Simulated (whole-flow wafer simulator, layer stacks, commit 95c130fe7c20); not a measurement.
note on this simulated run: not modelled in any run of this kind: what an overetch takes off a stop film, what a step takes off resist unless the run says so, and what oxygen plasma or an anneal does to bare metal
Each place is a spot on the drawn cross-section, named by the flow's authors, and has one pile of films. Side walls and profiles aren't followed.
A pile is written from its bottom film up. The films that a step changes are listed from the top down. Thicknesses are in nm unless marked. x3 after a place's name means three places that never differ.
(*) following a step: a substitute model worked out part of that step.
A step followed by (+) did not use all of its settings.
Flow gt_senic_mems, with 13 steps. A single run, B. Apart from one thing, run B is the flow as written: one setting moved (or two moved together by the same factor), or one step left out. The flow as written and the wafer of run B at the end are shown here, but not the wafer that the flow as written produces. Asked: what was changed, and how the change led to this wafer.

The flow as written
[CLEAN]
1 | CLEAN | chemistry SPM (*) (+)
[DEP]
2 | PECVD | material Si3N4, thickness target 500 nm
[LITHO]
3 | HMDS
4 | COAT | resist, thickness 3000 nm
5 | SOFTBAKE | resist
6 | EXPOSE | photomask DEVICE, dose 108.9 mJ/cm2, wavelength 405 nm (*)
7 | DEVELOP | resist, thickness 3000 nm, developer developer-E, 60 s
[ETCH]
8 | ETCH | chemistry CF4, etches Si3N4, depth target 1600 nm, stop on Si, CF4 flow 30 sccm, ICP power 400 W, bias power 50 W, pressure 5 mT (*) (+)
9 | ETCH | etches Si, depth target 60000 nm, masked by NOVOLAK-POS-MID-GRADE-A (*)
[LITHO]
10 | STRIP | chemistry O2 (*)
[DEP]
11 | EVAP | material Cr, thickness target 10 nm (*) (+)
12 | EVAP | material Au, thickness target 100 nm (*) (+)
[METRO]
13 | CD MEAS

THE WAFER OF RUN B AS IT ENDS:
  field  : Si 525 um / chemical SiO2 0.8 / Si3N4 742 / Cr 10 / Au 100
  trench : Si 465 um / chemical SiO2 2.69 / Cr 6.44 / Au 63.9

The reason: step 2, PECVD: thickness target 742 nm was run, though the flow has thickness target 500 nm.
The wafer lets one read it off: field has Si3N4 742, and step 2 as written asks for 500 nm.

Step by step, how the change led to this:
  2 | PECVD | material Si3N4, thickness target 500 nm
      field, trench: Si3N4 gains 742 (new film) (in the flow as written it would be: Si3N4 gains 500 (new film))
  8 | ETCH | chemistry CF4, etches Si3N4, depth target 1600 nm, stop on Si, CF4 flow 30 sccm, ICP power 400 W, bias power 50 W, pressure 5 mT (*) (+)
      field: resist loses 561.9 (in the flow as written it would be: resist loses 400.5)
      trench: Si3N4 loses 742 (all of it), chemical SiO2 loses 0.8 (all of it) (in the flow as written it would be: Si3N4 loses 500 (all of it), chemical SiO2 loses 0.8 (all of it))
  10 | STRIP | chemistry O2 (*)
      field: resist loses 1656 (all of it) (in the flow as written it would be: resist loses 1817.3 (all of it))
